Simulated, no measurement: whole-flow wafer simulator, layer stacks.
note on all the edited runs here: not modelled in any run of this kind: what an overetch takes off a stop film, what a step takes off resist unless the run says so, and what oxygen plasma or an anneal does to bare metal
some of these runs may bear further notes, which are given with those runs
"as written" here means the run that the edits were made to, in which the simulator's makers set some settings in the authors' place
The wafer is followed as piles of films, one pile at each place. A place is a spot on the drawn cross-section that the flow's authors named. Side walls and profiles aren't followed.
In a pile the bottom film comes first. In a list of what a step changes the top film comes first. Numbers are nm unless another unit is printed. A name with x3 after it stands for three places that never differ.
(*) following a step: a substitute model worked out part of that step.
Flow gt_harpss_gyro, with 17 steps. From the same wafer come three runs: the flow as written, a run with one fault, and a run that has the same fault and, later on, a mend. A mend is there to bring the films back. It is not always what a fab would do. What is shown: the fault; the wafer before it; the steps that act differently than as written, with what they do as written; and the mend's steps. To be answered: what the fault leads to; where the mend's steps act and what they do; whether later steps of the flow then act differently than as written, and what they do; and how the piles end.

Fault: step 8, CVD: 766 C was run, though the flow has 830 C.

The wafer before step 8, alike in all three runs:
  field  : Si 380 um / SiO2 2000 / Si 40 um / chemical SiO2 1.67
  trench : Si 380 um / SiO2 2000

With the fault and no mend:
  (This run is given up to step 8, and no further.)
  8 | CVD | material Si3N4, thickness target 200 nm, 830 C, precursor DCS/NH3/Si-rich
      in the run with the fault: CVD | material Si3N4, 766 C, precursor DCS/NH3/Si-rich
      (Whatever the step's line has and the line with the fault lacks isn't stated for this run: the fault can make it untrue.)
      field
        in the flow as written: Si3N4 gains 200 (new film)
        in the run with the fault: Si3N4 gains 94.6 (new film)
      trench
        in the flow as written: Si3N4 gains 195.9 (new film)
        in the run with the fault: Si3N4 gains 94.6 (new film)
  After step 8, at field, trench, the piles differ from the flow's by more than 2% or 0.5 nm, whichever is larger.
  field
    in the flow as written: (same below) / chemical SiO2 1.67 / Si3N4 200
    in the run with the fault: (same below) / chemical SiO2 1.67 / Si3N4 94.6
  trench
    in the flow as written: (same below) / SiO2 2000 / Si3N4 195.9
    in the run with the fault: (same below) / SiO2 2000 / Si3N4 94.6

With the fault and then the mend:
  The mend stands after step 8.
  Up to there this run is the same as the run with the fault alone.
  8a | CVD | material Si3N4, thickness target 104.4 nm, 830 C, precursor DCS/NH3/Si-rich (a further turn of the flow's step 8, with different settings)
      field
        Si3N4 gains 104.4
      trench
        Si3N4 gains 102
  Steps further on in the flow that do not act as written:
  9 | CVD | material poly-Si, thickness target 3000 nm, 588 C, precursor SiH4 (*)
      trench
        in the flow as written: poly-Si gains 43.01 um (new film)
        in the run with the mend: poly-Si gains 43 um (new film)
  When the end is reached, the piles differ only a little from the flow's at the places that both follow, at most by 2% or 0.5 nm, whichever is larger.
